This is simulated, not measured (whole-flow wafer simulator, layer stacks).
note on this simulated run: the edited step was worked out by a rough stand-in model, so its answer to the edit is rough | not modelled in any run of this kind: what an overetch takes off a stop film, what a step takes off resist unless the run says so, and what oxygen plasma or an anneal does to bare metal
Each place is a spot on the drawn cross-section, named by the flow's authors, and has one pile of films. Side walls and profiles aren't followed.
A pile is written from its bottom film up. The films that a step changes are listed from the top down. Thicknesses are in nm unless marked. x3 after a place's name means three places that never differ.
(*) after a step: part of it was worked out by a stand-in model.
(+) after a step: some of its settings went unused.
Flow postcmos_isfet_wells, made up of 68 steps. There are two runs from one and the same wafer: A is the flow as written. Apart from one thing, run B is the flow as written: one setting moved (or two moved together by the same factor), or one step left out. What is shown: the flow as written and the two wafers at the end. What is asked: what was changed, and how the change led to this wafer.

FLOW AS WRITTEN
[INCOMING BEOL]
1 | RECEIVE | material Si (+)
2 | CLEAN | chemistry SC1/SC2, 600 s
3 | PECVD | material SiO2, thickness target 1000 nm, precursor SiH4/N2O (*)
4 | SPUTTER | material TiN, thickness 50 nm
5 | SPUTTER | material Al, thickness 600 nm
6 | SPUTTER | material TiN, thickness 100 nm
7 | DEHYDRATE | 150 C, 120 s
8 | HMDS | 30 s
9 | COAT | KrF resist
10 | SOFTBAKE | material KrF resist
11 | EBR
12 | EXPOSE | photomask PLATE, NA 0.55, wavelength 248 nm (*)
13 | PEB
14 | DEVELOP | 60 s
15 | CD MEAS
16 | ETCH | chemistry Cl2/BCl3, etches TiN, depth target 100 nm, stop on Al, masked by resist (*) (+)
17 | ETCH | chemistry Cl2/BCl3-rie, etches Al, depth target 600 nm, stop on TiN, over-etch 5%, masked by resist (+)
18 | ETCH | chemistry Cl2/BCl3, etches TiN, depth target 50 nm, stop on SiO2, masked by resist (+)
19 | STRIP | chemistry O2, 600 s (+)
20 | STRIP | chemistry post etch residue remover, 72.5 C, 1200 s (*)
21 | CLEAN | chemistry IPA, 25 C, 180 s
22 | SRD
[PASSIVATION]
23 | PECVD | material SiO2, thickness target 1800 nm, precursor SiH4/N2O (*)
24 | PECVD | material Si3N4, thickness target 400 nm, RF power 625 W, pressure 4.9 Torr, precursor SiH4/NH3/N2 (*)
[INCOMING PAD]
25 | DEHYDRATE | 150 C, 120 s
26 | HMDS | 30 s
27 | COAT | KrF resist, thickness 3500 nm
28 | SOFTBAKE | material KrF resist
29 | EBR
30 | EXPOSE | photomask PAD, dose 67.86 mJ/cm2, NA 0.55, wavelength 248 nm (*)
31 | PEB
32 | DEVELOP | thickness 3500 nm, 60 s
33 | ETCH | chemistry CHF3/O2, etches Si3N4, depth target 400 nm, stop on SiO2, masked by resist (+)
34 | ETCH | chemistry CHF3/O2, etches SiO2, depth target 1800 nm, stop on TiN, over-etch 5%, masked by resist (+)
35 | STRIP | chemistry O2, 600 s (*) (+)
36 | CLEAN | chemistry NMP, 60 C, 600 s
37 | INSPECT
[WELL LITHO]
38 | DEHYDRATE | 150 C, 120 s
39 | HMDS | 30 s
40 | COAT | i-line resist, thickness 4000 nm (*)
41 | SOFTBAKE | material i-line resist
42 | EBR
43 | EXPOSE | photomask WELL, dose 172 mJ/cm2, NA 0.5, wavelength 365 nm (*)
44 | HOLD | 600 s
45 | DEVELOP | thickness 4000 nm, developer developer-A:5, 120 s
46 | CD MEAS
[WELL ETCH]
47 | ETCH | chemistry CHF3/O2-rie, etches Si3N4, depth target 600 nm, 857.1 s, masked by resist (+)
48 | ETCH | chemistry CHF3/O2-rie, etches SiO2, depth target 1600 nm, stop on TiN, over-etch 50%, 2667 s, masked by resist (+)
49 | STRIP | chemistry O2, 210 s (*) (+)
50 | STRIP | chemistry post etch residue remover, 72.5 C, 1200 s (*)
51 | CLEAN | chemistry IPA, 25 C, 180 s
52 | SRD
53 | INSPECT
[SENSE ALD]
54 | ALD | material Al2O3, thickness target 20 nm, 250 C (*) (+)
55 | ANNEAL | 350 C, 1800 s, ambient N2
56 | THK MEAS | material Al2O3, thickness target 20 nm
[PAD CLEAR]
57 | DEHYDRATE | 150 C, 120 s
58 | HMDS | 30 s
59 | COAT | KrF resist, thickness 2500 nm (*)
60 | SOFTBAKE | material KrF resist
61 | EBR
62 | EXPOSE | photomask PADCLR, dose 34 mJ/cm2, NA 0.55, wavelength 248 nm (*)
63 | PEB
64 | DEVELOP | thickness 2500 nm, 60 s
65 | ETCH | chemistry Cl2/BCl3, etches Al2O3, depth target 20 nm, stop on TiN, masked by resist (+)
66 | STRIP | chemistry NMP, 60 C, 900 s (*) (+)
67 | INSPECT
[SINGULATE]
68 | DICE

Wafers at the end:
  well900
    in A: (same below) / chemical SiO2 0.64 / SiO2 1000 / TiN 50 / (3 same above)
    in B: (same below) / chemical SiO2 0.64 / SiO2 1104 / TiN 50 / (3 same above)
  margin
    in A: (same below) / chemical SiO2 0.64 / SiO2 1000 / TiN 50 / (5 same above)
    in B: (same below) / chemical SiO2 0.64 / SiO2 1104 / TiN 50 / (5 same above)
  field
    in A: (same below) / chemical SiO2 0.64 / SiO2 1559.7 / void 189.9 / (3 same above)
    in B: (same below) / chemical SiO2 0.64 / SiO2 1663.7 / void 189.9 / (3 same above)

What caused this: step 3, PECVD: thickness target 1104 nm was run, while the flow as written has thickness target 1000 nm.
The wafer lets one read it off: well900 has SiO2 1104, and step 3 as written asks for 1000 nm.

How this came from the change, step by step:
  3 | PECVD | material SiO2, thickness target 1000 nm, precursor SiH4/N2O (*)
      field, margin, well900, well1300 x3, pad_rim, pad_clr, pad_open: A SiO2 gains 1000 (new film) | B SiO2 gains 1104 (new film)
